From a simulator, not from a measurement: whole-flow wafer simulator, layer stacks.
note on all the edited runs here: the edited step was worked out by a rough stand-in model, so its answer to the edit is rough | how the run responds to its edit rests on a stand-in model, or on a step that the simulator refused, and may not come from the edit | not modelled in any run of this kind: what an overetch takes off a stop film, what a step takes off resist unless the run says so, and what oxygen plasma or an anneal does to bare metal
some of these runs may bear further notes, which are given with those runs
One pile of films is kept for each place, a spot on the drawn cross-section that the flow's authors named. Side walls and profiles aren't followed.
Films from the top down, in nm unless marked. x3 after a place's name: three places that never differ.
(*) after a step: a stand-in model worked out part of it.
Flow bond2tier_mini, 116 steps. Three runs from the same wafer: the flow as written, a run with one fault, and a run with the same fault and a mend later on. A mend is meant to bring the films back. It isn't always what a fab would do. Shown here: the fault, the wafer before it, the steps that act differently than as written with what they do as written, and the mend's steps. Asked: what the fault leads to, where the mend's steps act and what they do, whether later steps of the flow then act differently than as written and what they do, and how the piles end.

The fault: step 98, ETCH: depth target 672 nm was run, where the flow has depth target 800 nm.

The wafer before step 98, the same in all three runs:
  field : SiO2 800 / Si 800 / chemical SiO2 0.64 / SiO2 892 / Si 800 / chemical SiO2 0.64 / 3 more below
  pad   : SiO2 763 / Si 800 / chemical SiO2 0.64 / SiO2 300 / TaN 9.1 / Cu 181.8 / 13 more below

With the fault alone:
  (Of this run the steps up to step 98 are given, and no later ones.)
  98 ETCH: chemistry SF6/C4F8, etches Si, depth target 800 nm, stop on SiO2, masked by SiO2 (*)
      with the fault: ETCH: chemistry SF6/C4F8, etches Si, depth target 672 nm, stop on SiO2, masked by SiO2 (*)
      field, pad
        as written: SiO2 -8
        with the fault: SiO2 -6.72
  After step 98 the piles differ from the flow's only slightly at the places that both follow, by at most 2% or 0.5 nm, whichever is larger.

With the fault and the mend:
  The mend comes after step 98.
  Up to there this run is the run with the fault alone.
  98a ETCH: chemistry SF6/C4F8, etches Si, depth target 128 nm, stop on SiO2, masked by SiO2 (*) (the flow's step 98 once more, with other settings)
      field, pad
        SiO2 -1.28
  No later step of the flow acts differently than as written at any place that is followed.
  At the end the piles are the same as the flow's at every place that both follow.
